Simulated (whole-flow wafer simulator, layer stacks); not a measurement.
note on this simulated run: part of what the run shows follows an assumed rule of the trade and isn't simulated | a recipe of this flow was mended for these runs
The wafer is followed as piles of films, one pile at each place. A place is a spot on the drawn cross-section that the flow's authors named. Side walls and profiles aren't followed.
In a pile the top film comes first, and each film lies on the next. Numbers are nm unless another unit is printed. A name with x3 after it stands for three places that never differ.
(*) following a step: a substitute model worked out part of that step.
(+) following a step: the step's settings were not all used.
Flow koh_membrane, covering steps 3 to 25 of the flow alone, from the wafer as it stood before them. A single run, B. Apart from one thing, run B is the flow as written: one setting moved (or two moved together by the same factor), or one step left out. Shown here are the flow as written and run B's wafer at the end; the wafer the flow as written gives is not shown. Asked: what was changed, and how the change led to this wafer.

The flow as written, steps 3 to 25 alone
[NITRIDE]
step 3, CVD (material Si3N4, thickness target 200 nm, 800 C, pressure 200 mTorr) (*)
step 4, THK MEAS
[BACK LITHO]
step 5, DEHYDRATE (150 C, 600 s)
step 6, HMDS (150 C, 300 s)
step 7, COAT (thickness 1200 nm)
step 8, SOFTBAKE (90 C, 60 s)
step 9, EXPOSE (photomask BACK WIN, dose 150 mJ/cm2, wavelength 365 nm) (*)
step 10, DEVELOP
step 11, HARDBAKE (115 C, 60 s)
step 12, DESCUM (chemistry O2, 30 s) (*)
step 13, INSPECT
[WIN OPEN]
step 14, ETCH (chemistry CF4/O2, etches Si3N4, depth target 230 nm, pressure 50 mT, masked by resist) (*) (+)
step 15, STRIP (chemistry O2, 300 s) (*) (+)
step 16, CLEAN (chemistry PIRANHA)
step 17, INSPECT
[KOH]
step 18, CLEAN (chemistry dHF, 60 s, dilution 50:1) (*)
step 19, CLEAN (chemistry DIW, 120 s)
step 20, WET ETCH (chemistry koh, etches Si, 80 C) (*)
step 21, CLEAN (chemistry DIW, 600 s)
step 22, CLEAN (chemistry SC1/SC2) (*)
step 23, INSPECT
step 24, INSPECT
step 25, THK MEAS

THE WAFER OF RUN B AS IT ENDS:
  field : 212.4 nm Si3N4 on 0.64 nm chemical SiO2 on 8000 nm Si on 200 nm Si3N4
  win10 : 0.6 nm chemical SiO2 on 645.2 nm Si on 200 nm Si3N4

What caused this: step 3, CVD: thickness target 214 nm was run, while the flow as written has thickness target 200 nm.

Step by step, how the change led to this:
  step 3, CVD (material Si3N4, thickness target 200 nm, 800 C, pressure 200 mTorr) (*)
      field, win20 x4, win10: Si3N4 gains 214 (new film) (as written it would have been: Si3N4 gains 200 (new film))
  step 14, ETCH (chemistry CF4/O2, etches Si3N4, depth target 230 nm, pressure 50 mT, masked by resist) (*) (+)
      win20 x4, win10: Si3N4 loses 214 (all of it), chemical SiO2 loses 0.64 (all of it), Si loses 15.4 (as written it would have been: Si3N4 loses 200 (all of it), chemical SiO2 loses 0.64 (all of it), Si loses 29.4)
